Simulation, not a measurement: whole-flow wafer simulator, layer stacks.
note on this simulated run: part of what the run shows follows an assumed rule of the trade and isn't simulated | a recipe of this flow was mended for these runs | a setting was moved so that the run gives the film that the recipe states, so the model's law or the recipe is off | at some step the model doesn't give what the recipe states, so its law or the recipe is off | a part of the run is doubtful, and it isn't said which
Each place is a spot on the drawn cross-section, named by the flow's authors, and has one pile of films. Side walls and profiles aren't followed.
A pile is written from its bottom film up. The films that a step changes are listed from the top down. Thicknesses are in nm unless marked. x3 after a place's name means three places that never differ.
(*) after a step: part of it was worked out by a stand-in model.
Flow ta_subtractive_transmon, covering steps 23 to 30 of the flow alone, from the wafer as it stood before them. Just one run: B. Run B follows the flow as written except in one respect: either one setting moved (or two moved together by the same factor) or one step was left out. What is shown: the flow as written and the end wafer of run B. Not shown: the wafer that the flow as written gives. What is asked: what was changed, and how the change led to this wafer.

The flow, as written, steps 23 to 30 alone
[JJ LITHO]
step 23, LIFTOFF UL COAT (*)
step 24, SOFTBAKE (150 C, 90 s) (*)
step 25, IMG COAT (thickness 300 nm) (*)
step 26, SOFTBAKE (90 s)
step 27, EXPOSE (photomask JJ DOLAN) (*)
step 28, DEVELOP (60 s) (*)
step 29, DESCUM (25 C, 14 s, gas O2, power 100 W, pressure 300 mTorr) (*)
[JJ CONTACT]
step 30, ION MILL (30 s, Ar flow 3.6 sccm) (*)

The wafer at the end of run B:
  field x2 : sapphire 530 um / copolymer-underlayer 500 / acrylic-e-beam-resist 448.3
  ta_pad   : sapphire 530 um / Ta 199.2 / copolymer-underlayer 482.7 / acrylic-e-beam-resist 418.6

The reason: step 25, IMG COAT: thickness 480 nm was run, whereas the flow has thickness 300 nm.

Step by step, how the change led to this:
  step 25, IMG COAT (thickness 300 nm) (*)
      field x2, jj_line: acrylic-e-beam-resist gains 480 (new film) (in the flow as written it would be: acrylic-e-beam-resist gains 300 (new film))
      lead: acrylic-e-beam-resist gains 498.2 (new film) (in the flow as written it would be: acrylic-e-beam-resist gains 312.5 (new film))
      (as well as at 2 more places)
  step 28, DEVELOP (60 s) (*)
      jj_line: acrylic-e-beam-resist loses 480 (all of it), copolymer-underlayer loses 500 (all of it) (in the flow as written it would be: acrylic-e-beam-resist loses 300 (all of it), copolymer-underlayer loses 500 (all of it))
      lead: acrylic-e-beam-resist loses 498.2 (all of it), copolymer-underlayer loses 554.7 (all of it) (in the flow as written it would be: acrylic-e-beam-resist loses 312.5 (all of it), copolymer-underlayer loses 554.7 (all of it))
      (as well as at 1 more place)
